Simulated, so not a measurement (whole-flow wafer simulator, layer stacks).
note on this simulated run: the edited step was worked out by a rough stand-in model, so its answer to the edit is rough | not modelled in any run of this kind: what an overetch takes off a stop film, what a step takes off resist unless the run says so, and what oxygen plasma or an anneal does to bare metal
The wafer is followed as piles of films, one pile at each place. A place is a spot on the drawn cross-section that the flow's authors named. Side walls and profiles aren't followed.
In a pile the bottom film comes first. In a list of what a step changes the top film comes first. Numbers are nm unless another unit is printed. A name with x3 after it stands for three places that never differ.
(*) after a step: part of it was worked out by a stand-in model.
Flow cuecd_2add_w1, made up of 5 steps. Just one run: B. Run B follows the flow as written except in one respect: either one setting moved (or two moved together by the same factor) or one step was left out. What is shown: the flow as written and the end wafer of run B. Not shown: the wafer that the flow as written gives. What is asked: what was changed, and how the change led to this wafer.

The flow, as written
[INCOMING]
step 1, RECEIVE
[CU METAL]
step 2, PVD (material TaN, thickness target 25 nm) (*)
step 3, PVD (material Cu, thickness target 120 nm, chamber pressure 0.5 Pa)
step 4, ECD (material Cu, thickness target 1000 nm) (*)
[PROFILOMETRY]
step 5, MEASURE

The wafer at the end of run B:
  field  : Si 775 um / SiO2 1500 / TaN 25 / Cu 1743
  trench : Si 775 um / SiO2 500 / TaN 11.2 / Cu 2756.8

What caused this: step 4, ECD: thickness target 1623 nm was run, whereas the flow has thickness target 1000 nm.

Step by step, how the change led to this:
  step 4, ECD (material Cu, thickness target 1000 nm) (*)
      field: +1623 Cu (as written it would have been: +1000 Cu)
      trench: +2703.2 Cu (as written it would have been: +2080.2 Cu)
